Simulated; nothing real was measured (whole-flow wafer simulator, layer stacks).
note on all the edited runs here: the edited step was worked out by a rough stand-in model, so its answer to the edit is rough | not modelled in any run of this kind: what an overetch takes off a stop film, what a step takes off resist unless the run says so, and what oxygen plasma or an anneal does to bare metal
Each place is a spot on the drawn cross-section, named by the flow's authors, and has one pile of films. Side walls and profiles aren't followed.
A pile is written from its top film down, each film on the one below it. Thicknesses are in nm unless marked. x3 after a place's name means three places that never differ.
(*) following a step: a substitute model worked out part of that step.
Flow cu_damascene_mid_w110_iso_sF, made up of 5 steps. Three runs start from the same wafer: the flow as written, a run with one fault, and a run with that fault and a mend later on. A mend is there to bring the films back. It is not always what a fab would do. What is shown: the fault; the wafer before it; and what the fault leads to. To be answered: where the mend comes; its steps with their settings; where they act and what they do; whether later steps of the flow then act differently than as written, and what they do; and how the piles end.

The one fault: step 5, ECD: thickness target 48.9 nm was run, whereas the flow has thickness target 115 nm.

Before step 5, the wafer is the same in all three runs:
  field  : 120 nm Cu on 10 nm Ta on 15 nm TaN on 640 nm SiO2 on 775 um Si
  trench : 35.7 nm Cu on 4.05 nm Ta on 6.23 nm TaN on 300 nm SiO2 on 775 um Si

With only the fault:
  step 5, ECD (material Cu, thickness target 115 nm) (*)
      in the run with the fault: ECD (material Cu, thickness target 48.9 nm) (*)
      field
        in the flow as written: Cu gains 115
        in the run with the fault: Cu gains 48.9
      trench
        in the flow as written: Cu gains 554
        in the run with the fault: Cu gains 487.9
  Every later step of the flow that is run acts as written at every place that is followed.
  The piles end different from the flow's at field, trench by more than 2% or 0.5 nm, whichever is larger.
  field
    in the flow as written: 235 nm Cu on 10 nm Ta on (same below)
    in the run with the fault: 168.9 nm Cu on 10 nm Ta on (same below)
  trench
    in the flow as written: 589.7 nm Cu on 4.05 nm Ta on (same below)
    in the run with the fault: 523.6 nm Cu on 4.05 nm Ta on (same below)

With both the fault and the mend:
  The mend follows step 5.
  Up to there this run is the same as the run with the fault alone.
  step 5a, ECD (material Cu, thickness target 66.1 nm) (the flow's step 5, run once more with other settings)
      field, trench
        Cu gains 66.1
  Every later step of the flow that is run acts as written at every place that is followed.
  The piles end the same as the flow's at every place that both follow.
